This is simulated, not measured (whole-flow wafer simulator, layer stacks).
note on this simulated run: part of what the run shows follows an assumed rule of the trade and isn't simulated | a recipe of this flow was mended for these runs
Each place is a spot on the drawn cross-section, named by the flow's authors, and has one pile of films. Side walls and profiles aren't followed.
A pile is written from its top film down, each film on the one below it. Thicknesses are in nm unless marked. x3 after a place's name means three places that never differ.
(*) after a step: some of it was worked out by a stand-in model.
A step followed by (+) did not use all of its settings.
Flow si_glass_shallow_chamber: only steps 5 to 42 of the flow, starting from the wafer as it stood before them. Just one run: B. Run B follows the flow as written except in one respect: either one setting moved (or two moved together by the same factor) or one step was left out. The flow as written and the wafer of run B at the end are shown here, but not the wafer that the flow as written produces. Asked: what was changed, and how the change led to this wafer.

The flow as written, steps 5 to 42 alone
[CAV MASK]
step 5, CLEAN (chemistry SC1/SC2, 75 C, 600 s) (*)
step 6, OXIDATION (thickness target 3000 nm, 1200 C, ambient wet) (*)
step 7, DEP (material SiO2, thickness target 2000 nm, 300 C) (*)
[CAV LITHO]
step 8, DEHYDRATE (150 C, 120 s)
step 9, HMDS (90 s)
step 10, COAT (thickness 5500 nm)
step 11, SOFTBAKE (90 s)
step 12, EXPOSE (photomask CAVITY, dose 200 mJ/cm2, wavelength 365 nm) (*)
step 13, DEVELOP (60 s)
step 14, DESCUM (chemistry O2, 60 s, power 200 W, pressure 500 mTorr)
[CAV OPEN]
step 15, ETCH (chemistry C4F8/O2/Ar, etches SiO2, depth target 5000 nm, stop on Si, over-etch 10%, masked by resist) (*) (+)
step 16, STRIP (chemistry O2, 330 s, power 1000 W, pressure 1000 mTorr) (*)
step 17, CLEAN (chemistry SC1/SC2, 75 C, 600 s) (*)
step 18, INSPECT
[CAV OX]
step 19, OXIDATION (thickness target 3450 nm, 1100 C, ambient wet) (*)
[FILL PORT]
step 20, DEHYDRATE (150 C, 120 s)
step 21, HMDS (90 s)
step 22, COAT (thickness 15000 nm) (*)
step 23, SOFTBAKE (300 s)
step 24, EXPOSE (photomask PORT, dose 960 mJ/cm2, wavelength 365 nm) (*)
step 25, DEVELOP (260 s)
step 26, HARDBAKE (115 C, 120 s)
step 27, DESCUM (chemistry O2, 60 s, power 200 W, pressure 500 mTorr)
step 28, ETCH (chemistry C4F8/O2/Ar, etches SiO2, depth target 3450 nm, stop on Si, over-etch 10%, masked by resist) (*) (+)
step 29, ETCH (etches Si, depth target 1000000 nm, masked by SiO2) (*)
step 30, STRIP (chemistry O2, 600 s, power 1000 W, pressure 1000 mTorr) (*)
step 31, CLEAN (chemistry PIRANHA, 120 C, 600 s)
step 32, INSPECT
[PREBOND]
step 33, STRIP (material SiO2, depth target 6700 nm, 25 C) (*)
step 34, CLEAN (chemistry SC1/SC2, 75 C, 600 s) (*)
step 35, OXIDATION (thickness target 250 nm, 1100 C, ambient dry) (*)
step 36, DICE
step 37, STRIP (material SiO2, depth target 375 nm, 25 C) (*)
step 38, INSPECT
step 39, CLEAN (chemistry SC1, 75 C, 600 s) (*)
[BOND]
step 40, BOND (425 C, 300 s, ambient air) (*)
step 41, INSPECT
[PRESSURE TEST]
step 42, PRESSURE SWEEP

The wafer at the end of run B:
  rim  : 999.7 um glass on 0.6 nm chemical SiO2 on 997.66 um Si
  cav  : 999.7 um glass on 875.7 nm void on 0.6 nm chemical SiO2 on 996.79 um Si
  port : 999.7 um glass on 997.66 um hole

Cause: step 6, OXIDATION: thickness target 4080 nm was run, while the flow as written has thickness target 3000 nm.

The path from the change to this, step by step:
  step 6, OXIDATION (thickness target 3000 nm, 1200 C, ambient wet) (*)
      rim, ramp, cav, port, septum, ring: +4080 SiO2 (new film), -0.6 chemical SiO2 (all of it), -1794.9 Si (as written it would have been: +3000 SiO2 (new film), -0.6 chemical SiO2 (all of it), -1319.7 Si)
  step 15, ETCH (chemistry C4F8/O2/Ar, etches SiO2, depth target 5000 nm, stop on Si, over-etch 10%, masked by resist) (*) (+)
      cav, port: -5500 SiO2 (as written it would have been: -5000 SiO2 (all of it), -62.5 Si)
  step 16, STRIP (chemistry O2, 330 s, power 1000 W, pressure 1000 mTorr) (*)
      cav, port: nothing (as written it would have been: +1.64 chemical SiO2 (new film), -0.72 Si)
  step 17, CLEAN (chemistry SC1/SC2, 75 C, 600 s) (*)
      cav, port: -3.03 SiO2 (as written it would have been: -1.04 chemical SiO2, -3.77 Si)
  step 19, OXIDATION (thickness target 3450 nm, 1100 C, ambient wet) (*)
      cav, port: +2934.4 SiO2, -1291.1 Si (as written it would have been: +3450 SiO2 (new film), -0.6 chemical SiO2 (all of it), -1517.7 Si)
      rim, ramp, septum, ring: +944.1 SiO2, -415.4 Si (as written it would have been: +1110.9 SiO2, -488.8 Si)
  step 22, COAT (thickness 15000 nm) (*)
      rim: +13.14 um thick-i-line-resist (new film) (as written it would have been: +13.4 um thick-i-line-resist (new film))
      ramp: +12.55 um thick-i-line-resist (new film) (as written it would have been: +12.89 um thick-i-line-resist (new film))
      (and at 4 other places as well)
  step 23, SOFTBAKE (300 s)
      rim: -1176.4 thick-i-line-resist (as written it would have been: -997 thick-i-line-resist)
      ramp: -583.3 thick-i-line-resist (as written it would have been: -487.1 thick-i-line-resist)
      (and at 4 other places as well)
  step 25, DEVELOP (260 s)
      port: -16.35 um thick-i-line-resist (all of it) (as written it would have been: -16.16 um thick-i-line-resist (all of it))
  step 26, HARDBAKE (115 C, 120 s)
      rim, ramp: -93 thick-i-line-resist (as written it would have been: -98.2 thick-i-line-resist)
  step 28, ETCH (chemistry C4F8/O2/Ar, etches SiO2, depth target 3450 nm, stop on Si, over-etch 10%, masked by resist) (*) (+)
      port: -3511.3 SiO2 (all of it), -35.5 Si (as written it would have been: -3450 SiO2 (all of it), -43.1 Si)
  step 29, ETCH (etches Si, depth target 1000000 nm, masked by SiO2) (*)
      rim, ramp: -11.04 um thick-i-line-resist (all of it), -1847.6 SiO2 (as written it would have been: -11.47 um thick-i-line-resist (all of it), -1617.3 SiO2)
      port: +996.87 um hole (new film), -996.87 um Si (all of it) (as written it would have been: +997.05 um hole (new film), -997.05 um Si (all of it))
      (and at 2 other places as well)
  step 30, STRIP (chemistry O2, 600 s, power 1000 W, pressure 1000 mTorr) (*)
      cav: -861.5 thick-i-line-resist (all of it) (as written it would have been: -669.6 thick-i-line-resist (all of it))
  step 33, STRIP (material SiO2, depth target 6700 nm, 25 C) (*)
      rim, ramp: -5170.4 SiO2 (all of it) (as written it would have been: -4487.5 SiO2 (all of it))
      septum: -6625.7 SiO2 (all of it) (as written it would have been: -5732.1 SiO2 (all of it))
      (and at 1 other place as well)
  step 40, BOND (425 C, 300 s, ambient air) (*)
      cav: +999.7 um glass (new film), +875.7 void (new film) (as written it would have been: +999.7 um glass (new film), +1095.9 void (new film))
      port: +999.7 um glass (new film), +789.4 hole (as written it would have been: +999.7 um glass (new film), +1017.3 hole)
